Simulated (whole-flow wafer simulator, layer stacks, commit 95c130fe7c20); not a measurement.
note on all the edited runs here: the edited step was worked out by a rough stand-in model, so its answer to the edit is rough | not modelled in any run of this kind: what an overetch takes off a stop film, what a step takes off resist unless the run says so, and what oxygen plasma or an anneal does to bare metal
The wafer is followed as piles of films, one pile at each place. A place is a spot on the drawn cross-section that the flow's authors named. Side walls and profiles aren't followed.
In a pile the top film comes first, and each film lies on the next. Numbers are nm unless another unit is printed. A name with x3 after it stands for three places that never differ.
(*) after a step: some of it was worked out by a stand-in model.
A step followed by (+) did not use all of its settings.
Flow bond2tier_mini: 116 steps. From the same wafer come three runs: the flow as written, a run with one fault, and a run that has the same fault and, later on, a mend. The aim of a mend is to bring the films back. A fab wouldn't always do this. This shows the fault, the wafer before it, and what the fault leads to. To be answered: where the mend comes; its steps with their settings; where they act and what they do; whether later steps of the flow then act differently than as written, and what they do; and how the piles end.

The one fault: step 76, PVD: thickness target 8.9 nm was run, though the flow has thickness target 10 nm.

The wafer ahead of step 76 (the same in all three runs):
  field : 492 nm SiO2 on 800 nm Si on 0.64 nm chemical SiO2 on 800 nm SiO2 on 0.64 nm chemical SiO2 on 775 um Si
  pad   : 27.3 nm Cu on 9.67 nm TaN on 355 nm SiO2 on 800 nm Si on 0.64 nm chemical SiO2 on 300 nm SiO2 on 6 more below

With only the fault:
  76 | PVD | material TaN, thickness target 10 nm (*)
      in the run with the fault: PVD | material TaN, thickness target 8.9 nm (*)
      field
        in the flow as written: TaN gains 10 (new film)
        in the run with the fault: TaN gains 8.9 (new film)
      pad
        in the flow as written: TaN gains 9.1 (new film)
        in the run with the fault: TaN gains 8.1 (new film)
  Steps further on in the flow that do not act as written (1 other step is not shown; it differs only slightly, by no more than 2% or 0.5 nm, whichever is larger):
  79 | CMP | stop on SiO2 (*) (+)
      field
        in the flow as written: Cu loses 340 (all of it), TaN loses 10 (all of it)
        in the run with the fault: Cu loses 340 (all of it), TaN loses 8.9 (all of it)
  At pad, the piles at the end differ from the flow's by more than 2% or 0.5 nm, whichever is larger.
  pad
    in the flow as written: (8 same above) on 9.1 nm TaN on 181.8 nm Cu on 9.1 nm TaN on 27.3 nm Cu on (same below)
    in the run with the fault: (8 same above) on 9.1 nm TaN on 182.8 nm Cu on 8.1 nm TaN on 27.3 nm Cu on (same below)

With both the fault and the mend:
  The mend stands after step 76.
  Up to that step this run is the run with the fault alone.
  76a | PVD | material TaN, thickness target 1.1 nm (*) (a further turn of the flow's step 76, with different settings)
      field
        TaN gains 1.1
      pad
        TaN gains 1
  Every later step of the flow that is run acts as written at every place that is followed.
  By the end, the piles equal the flow's at every place that both follow.
